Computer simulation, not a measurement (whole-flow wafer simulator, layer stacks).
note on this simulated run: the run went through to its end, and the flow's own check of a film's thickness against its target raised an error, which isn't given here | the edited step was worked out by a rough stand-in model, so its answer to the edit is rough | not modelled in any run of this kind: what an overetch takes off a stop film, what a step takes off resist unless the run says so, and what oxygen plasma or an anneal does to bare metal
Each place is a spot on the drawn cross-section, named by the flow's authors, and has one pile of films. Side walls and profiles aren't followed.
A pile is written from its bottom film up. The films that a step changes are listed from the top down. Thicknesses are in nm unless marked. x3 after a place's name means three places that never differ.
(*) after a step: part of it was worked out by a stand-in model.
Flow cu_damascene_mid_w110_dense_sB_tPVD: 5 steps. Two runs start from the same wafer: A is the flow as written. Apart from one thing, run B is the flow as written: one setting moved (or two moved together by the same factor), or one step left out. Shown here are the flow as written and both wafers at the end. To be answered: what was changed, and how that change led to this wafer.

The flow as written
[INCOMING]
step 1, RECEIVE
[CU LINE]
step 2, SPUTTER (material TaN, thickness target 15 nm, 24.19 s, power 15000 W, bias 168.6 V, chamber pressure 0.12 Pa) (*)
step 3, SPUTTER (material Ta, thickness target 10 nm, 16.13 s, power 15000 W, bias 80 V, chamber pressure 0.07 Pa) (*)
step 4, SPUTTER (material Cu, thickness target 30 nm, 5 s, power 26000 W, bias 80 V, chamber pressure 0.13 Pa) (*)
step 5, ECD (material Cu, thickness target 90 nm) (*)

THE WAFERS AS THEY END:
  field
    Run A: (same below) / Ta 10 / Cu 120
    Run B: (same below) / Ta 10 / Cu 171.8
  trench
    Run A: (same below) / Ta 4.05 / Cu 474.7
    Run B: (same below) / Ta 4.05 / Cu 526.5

What caused this: step 5, ECD: thickness target 141.8 nm was run, whereas the flow has thickness target 90 nm.

The path from the change to this, step by step:
  step 5, ECD (material Cu, thickness target 90 nm) (*)
      field: A +90 Cu | B +141.8 Cu
      trench: A +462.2 Cu | B +514 Cu
